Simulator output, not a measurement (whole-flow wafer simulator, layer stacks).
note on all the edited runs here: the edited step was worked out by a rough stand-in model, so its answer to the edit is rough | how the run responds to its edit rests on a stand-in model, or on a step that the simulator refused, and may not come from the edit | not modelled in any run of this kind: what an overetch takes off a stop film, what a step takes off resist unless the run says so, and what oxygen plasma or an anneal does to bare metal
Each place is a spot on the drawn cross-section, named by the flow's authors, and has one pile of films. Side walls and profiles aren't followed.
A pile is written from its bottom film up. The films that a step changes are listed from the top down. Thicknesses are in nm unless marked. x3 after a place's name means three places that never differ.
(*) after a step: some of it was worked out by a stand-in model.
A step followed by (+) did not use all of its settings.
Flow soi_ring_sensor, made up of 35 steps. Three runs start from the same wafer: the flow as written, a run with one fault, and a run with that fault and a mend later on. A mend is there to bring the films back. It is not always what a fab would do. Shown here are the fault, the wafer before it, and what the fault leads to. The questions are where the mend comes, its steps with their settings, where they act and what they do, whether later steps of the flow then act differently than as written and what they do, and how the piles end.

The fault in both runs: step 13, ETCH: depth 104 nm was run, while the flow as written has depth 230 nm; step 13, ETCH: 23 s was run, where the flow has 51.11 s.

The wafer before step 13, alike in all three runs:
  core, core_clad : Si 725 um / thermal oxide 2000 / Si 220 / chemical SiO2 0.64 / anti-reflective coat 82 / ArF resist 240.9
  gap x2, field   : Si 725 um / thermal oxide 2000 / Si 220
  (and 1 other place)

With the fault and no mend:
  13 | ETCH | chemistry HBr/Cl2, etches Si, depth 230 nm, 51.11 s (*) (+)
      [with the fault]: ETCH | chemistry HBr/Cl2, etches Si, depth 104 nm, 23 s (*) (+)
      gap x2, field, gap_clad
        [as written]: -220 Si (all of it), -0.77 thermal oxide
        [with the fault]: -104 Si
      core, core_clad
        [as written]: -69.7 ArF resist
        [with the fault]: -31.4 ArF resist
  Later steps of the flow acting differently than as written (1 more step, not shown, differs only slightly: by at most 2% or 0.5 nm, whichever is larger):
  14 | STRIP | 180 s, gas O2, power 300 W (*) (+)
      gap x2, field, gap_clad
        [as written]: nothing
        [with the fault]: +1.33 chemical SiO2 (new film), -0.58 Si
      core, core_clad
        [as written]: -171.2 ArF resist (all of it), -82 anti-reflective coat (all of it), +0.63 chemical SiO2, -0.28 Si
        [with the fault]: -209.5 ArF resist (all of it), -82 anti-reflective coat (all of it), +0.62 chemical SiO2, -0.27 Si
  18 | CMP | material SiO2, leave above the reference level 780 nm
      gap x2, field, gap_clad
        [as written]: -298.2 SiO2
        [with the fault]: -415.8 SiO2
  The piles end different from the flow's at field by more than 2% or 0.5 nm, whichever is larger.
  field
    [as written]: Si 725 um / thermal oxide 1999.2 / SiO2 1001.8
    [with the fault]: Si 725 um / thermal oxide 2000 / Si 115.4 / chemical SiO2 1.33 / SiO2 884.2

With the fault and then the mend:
  The mend follows step 13.
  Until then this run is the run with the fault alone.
  13a | ETCH | chemistry HBr/Cl2, etches Si, depth 126 nm, 28 s (*) (+) (the flow's step 13 again, with other settings)
      gap x2, field, gap_clad
        -116 Si (all of it), -0.77 thermal oxide
      core, core_clad
        -38.2 ArF resist
  None of the later steps of the flow differs from how it acts as written, at any place that is followed, by more than 2% or 0.5 nm, whichever is larger.
  At every place that both follow, the piles at the end match the flow's.
